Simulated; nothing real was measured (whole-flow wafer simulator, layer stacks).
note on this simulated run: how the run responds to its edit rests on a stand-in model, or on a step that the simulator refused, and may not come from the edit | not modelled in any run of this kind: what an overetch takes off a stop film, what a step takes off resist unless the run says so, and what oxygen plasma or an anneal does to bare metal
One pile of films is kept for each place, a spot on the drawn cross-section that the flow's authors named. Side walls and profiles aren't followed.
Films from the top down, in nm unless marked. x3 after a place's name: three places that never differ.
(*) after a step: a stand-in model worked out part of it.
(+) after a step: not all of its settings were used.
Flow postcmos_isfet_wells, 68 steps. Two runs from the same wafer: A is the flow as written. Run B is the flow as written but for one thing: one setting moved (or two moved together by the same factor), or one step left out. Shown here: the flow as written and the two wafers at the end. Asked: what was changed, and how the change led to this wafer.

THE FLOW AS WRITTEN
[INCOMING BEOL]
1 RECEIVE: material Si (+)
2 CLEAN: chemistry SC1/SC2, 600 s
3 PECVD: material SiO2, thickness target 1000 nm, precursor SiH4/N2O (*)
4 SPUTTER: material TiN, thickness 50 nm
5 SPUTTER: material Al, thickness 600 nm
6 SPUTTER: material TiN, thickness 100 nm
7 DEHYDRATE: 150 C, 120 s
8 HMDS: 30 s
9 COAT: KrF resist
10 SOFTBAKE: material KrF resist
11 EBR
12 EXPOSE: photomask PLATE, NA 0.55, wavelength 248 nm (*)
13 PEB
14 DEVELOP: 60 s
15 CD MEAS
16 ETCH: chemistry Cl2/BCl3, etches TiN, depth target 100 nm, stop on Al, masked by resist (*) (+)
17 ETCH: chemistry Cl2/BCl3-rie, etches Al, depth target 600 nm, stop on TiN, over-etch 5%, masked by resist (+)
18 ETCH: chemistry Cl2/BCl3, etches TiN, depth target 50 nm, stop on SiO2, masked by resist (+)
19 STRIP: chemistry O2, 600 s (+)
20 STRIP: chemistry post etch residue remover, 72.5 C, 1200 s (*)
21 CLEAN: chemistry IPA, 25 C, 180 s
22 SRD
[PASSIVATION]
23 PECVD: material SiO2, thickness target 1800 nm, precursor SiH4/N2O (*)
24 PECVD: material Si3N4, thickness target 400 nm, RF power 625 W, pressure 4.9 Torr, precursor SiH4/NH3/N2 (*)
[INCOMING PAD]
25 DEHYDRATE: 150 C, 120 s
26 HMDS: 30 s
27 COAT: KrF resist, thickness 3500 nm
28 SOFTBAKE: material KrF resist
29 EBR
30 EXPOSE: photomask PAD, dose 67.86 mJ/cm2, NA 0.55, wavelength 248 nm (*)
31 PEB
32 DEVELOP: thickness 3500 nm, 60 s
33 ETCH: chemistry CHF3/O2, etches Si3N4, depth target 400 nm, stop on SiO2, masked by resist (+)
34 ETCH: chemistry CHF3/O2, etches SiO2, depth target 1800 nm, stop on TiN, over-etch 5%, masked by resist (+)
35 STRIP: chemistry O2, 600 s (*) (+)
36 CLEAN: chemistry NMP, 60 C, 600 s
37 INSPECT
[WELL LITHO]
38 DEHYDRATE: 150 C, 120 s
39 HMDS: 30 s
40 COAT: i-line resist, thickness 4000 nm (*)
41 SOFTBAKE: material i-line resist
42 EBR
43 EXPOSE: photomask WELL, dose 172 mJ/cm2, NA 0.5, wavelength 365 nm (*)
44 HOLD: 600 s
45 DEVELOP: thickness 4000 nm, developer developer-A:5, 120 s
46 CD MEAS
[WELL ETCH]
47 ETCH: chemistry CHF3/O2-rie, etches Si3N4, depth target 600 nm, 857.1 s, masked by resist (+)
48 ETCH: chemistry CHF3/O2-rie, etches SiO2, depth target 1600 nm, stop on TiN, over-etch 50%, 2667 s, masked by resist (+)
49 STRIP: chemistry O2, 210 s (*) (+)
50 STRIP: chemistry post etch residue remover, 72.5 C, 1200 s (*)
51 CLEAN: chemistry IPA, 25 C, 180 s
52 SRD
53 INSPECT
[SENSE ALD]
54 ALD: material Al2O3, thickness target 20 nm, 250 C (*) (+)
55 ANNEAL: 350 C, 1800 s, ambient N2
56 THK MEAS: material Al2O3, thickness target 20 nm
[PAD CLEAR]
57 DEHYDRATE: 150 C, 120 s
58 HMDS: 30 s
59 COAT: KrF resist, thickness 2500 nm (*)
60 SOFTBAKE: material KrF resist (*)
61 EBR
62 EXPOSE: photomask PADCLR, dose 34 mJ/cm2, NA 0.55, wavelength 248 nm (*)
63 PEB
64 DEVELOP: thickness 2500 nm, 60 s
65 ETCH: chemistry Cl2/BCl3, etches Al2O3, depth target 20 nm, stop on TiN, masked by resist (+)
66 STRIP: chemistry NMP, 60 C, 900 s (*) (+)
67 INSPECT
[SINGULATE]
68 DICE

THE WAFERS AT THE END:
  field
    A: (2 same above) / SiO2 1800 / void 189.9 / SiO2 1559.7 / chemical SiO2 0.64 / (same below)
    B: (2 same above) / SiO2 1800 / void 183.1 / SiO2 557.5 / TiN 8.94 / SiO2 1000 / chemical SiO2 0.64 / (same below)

The cause: step 18, ETCH: depth target 40.64 nm was run, where the flow has depth target 50 nm.

How the change led to this, step by step:
  18 ETCH: chemistry Cl2/BCl3, etches TiN, depth target 50 nm, stop on SiO2, masked by resist (+)
      field: A TiN -50 (all of it) | B TiN -40.6
      margin, well900, well1300, well2000, well3000, pad_rim, pad_clr, pad_open: A KrF resist -20 | B KrF resist -16.3
  23 PECVD: material SiO2, thickness target 1800 nm, precursor SiH4/N2O (*)
      field: A SiO2 +1800 (new film), void +189.9 (new film), SiO2 +559.7 | B SiO2 +1800 (new film), void +183.1 (new film), SiO2 +557.5 (new film)
Counting metal films that touch as one body, field has 1 body; the flow as written gives 0 bodies.
